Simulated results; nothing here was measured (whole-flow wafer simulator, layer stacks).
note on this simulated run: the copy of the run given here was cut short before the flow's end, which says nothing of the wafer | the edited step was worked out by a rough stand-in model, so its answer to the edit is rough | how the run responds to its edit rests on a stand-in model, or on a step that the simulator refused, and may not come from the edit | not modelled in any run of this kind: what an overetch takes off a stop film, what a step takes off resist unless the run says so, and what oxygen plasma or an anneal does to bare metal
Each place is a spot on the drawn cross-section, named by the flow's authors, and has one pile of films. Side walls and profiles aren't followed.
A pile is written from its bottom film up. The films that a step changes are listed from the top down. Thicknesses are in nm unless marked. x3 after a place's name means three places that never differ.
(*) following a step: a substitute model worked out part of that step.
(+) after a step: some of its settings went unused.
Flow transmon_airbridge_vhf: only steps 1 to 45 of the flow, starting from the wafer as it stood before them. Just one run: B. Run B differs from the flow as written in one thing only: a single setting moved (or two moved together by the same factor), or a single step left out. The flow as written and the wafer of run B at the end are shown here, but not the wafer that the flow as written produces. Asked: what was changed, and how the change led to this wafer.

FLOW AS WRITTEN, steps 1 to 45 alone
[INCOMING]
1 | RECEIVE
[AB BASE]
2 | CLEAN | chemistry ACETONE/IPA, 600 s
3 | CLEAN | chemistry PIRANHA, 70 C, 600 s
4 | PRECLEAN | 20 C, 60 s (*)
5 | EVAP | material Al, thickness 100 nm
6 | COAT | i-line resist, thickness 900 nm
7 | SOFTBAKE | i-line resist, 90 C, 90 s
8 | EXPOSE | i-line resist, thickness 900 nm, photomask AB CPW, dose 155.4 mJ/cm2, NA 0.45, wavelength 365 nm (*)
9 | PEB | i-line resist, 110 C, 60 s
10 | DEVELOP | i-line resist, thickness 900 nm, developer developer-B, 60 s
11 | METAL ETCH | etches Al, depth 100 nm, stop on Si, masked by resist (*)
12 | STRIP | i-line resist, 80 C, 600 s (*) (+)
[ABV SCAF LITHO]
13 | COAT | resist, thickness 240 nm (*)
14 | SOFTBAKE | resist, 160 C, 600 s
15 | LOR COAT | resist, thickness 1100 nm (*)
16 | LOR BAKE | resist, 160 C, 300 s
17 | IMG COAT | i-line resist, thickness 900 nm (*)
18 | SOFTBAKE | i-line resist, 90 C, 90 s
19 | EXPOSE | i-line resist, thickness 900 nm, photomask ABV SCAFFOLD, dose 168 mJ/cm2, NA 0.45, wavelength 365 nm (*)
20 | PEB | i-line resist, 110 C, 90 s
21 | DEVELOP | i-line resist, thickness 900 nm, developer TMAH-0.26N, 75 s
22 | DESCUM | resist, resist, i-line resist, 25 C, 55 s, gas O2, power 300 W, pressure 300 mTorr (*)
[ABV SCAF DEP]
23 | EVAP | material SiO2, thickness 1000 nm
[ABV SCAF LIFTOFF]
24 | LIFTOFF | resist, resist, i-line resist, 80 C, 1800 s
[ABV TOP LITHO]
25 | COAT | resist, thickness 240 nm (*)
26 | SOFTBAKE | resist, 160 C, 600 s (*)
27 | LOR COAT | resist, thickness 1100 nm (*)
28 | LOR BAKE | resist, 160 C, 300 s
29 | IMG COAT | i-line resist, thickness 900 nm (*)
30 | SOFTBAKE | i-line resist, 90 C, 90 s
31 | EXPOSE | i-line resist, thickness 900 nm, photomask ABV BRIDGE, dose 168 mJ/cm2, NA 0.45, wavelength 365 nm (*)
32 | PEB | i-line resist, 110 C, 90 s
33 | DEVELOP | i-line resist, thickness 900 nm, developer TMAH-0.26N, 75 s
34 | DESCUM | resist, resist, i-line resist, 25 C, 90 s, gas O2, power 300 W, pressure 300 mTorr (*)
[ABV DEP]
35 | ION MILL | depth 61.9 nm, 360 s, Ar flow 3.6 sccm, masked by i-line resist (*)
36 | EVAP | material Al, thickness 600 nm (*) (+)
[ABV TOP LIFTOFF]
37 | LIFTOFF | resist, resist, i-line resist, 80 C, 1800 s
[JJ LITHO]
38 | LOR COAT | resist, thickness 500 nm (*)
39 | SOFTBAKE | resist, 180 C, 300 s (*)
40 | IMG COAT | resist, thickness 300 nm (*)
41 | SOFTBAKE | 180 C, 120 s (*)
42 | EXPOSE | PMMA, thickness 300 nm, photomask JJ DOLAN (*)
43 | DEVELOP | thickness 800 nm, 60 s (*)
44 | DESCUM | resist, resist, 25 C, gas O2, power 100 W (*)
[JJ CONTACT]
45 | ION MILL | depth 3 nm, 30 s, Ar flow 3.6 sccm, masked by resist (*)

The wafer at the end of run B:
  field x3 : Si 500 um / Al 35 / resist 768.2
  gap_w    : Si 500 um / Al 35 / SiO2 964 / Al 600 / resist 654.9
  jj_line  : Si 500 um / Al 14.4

What caused this: step 11, METAL ETCH: depth 65 nm was run, whereas the flow has depth 100 nm.

Step by step, how the change led to this:
  11 | METAL ETCH | etches Al, depth 100 nm, stop on Si, masked by resist (*)
      field x3, jj_line, gap_w, gap_e: Al loses 65 (as written it would have been: Al loses 100 (all of it))
      ground_far, pad_w, flank_w and 8 more: i-line resist loses 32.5 (as written it would have been: i-line resist loses 50)
  12 | STRIP | i-line resist, 80 C, 600 s (*) (+)
      ground_far, pad_w, flank_w and 8 more: i-line resist loses 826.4 (all of it) (as written it would have been: i-line resist loses 808.9 (all of it))
  13 | COAT | resist, thickness 240 nm (*)
      flank_w, flank_e: resist gains 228 (new film) (as written it would have been: resist gains 222.3 (new film))
  22 | DESCUM | resist, resist, i-line resist, 25 C, 55 s, gas O2, power 300 W, pressure 300 mTorr (*)
      flank_w, flank_e: resist loses 228 (all of it) (as written it would have been: resist loses 222.3 (all of it))
  25 | COAT | resist, thickness 240 nm (*)
      flank_w, flank_e: resist gains 156.3 (new film) (as written it would have been: resist gains 152.6 (new film))
  34 | DESCUM | resist, resist, i-line resist, 25 C, 90 s, gas O2, power 300 W, pressure 300 mTorr (*)
      flank_w, flank_e: resist loses 156.3 (all of it) (as written it would have been: resist loses 152.6 (all of it))
  40 | IMG COAT | resist, thickness 300 nm (*)
      flank_w, flank_e: resist gains 217.6 (as written it would have been: resist gains 212.1)
  45 | ION MILL | depth 3 nm, 30 s, Ar flow 3.6 sccm, masked by resist (*)
      jj_line: Al loses 20.6 (as written it would have been: Si loses 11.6)
If metal films that touch count as one body, field x3 has 1 body; the flow as written gives 0 bodies.
If metal films that touch count as one body, gap_w has 2 bodies (between them, from the top down: SiO2 964); the flow as written gives 1 body.
If metal films that touch count as one body, jj_line has 1 body; the flow as written gives 0 bodies.
